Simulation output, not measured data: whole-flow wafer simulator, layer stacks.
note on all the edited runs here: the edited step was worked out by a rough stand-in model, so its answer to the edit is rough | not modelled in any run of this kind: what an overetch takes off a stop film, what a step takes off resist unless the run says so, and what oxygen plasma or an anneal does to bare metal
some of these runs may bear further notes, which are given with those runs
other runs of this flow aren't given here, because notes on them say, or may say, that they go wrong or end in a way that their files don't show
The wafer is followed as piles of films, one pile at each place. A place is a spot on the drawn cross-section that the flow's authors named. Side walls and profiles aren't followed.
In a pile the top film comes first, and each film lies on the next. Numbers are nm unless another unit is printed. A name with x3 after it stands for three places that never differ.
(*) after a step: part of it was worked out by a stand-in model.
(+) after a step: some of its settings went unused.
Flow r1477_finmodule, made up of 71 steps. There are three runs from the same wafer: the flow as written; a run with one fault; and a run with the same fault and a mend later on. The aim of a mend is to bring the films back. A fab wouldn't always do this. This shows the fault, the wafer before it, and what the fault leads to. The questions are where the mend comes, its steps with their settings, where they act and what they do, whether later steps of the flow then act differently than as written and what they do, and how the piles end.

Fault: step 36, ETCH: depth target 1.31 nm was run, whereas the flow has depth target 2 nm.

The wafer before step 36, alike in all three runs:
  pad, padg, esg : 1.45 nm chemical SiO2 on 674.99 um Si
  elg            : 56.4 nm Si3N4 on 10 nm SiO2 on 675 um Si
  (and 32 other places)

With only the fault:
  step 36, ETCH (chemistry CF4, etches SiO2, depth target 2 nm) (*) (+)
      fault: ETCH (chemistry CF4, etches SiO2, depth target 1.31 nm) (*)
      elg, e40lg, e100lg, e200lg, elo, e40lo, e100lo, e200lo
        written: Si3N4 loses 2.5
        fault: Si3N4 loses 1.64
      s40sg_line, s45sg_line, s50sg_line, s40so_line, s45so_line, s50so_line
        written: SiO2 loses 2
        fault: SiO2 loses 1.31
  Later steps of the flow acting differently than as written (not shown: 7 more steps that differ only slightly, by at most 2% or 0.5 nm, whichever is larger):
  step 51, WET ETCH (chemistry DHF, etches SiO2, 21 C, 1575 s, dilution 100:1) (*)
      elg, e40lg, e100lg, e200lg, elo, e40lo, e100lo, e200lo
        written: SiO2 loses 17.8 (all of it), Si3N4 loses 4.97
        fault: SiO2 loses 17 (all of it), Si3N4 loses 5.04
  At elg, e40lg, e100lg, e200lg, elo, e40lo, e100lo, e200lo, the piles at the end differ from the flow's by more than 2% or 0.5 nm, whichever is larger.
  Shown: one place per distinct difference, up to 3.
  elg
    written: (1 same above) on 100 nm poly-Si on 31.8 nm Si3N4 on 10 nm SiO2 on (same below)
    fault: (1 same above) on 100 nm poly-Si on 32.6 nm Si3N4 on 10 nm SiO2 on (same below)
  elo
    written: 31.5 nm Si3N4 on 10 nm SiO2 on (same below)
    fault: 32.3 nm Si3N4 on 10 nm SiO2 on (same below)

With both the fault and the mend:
  The mend follows step 36.
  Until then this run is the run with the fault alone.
  step 36a, ETCH (chemistry CF4, etches SiO2, depth target 0.69 nm) (*) (the flow's step 36 again, with other settings)
      pad, padg, e40sg and 11 more
        Si loses 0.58
      elg, e40lg, e100lg, e200lg, elo, e40lo, e100lo, e200lo
        Si3N4 loses 0.86
      s40sg_line, s45sg_line, s50sg_line, s40so_line, s45so_line, s50so_line
        SiO2 loses 0.69
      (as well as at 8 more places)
  Every later step of the flow that is run acts as written, at every place that is followed, to within 2% or 0.5 nm, whichever is larger.
  The piles end only slightly different from the flow's at the places that both follow, by no more than 2% or 0.5 nm, whichever is larger.
